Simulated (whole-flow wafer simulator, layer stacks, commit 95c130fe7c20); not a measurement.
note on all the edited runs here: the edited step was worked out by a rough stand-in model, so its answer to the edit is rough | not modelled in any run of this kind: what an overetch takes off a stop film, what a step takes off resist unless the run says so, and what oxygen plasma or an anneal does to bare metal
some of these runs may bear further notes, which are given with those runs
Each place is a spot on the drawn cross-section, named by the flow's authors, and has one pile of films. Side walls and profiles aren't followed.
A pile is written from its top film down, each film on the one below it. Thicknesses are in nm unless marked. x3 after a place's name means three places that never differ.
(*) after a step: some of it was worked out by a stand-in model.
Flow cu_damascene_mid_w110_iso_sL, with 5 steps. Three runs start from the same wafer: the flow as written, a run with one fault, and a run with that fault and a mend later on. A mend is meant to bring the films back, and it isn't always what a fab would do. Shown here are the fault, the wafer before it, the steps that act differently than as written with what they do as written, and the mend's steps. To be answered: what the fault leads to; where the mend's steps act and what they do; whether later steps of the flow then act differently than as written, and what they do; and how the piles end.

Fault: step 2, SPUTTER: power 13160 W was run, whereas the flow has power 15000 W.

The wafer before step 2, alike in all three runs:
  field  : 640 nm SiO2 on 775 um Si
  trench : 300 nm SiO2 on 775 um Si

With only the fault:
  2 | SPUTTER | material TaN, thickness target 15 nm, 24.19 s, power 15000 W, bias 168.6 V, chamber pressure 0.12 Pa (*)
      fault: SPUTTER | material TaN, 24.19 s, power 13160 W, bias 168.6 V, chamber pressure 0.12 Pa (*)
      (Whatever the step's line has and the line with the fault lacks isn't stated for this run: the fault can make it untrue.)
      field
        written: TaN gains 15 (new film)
        fault: TaN gains 13.2 (new film)
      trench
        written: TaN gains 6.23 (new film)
        fault: TaN gains 5.46 (new film)
  Every later step of the flow that is run acts as written, at every place that is followed, to within 2% or 0.5 nm, whichever is larger.
  At field, trench, the piles at the end differ from the flow's by more than 2% or 0.5 nm, whichever is larger.
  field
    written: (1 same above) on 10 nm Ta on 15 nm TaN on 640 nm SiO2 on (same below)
    fault: (1 same above) on 10 nm Ta on 13.2 nm TaN on 640 nm SiO2 on (same below)
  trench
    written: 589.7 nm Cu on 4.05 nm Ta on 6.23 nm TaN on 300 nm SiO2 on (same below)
    fault: 588.6 nm Cu on 4.07 nm Ta on 5.46 nm TaN on 300 nm SiO2 on (same below)

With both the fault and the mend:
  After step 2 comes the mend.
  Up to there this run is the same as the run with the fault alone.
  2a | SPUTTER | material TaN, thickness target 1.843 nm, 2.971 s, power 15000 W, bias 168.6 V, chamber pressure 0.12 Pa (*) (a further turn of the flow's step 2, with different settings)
      field
        TaN gains 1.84
      trench
        TaN gains 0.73
  Every later step of the flow that is run acts as written at every place that is followed.
  When the end is reached, the piles differ only a little from the flow's at the places that both follow, at most by 2% or 0.5 nm, whichever is larger.
